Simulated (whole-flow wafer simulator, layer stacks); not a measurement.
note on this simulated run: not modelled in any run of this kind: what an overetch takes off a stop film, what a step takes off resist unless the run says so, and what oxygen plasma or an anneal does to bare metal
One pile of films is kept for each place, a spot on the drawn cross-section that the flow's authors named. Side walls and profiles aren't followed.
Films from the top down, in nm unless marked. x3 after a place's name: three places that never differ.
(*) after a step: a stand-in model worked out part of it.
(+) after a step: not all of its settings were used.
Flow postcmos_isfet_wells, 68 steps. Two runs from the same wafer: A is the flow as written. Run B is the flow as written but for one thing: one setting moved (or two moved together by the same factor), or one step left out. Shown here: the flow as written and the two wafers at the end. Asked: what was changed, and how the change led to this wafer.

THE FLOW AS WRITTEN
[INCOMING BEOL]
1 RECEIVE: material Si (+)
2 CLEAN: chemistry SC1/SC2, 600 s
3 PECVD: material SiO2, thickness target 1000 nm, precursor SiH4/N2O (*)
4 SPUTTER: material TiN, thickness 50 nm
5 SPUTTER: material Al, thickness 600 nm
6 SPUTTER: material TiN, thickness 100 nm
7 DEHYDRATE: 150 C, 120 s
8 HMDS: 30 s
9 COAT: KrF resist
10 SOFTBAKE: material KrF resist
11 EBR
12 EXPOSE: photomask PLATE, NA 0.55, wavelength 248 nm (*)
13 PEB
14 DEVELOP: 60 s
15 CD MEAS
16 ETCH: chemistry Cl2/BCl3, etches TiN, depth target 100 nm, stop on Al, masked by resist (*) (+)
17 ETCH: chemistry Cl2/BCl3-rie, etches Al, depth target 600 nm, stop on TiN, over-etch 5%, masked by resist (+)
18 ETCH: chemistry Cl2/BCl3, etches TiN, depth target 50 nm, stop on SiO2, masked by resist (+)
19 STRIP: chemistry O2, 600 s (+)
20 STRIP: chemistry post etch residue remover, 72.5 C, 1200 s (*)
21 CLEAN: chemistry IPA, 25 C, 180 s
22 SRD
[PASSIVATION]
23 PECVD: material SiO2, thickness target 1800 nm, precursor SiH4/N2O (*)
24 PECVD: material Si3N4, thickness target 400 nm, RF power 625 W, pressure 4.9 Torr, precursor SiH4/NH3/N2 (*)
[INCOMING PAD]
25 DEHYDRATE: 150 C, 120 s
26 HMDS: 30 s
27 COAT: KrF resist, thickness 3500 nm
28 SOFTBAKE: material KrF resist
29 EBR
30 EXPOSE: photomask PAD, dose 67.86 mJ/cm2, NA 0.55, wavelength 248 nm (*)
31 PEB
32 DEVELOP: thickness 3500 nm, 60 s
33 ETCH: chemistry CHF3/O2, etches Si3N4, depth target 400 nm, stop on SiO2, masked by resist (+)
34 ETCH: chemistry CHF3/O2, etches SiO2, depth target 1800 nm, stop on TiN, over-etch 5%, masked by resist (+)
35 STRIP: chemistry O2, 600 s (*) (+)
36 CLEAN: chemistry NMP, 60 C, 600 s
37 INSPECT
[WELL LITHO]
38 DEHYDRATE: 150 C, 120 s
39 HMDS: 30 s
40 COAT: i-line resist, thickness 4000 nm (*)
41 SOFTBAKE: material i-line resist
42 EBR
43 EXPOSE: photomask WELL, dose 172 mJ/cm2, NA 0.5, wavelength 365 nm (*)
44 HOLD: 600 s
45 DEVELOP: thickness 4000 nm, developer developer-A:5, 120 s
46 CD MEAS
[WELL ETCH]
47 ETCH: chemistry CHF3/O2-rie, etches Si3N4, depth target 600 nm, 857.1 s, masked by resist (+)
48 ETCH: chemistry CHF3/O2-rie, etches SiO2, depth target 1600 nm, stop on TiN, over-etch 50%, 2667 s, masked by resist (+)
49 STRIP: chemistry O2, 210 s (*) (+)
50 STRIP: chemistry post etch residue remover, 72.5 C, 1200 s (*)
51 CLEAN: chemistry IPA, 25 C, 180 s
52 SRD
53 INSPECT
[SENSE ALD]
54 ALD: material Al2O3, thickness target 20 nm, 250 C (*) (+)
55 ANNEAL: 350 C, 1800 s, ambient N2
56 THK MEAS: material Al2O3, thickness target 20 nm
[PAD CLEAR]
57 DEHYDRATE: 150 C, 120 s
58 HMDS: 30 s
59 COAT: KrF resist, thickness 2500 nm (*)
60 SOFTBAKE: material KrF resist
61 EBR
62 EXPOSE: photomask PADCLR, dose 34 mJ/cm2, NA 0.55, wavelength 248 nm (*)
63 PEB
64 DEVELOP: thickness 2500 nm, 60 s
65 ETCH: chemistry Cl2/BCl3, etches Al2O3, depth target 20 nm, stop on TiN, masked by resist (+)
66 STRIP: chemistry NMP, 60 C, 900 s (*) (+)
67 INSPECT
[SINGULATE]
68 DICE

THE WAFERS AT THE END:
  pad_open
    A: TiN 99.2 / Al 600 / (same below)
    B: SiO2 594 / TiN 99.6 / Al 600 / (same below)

The cause: step 34, ETCH: depth target 1206 nm was run, where the flow has depth target 1800 nm.

How the change led to this, step by step:
  34 ETCH: chemistry CHF3/O2, etches SiO2, depth target 1800 nm, stop on TiN, over-etch 5%, masked by resist (+)
      pad_open: A SiO2 -1800 (all of it) | B SiO2 -1206
      field, margin, well900, well1300 x3, pad_rim, pad_clr: A KrF resist -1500 | B KrF resist -1005
  35 STRIP: chemistry O2, 600 s (*) (+)
      field, margin, well900, well1300 x3, pad_rim, pad_clr: A KrF resist -1613.3 (all of it) | B KrF resist -2108.3 (all of it)
  40 COAT: i-line resist, thickness 4000 nm (*)
      pad_clr: A i-line resist +3256.8 (new film) | B i-line resist +3445.3 (new film)
      pad_open: A i-line resist +4804.7 (new film) | B i-line resist +4590.6 (new film)
  41 SOFTBAKE: material i-line resist
      pad_clr: A i-line resist -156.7 | B i-line resist -100.3
      pad_open: A i-line resist +115.3 | B i-line resist +87.6
  49 STRIP: chemistry O2, 210 s (*) (+)
      pad_clr: A i-line resist -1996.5 (all of it) | B i-line resist -2241.3 (all of it)
      pad_open: A i-line resist -3816.3 (all of it) | B i-line resist -3574.5 (all of it)
  59 COAT: KrF resist, thickness 2500 nm (*)
      pad_rim: A KrF resist +1976.4 (new film) | B KrF resist +2115 (new film)
      pad_clr: A KrF resist +1691.6 (new film) | B KrF resist +1896.5 (new film)
      (and at 1 more place)
  60 SOFTBAKE: material KrF resist
      pad_clr: A KrF resist -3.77 | B KrF resist -3.23
  63 PEB
      pad_rim: A KrF resist -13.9 | B KrF resist -14.9
      pad_clr: A KrF resist -11.8 | B KrF resist -13.3
      (and at 1 more place)
  64 DEVELOP: thickness 2500 nm, 60 s
      pad_clr: A KrF resist -1676 (all of it) | B KrF resist -1880 (all of it)
      pad_open: A KrF resist -3045.1 (all of it) | B KrF resist -2893.2 (all of it)
  66 STRIP: chemistry NMP, 60 C, 900 s (*) (+)
      pad_rim: A KrF resist -1923.7 (all of it) | B KrF resist -2061.1 (all of it)
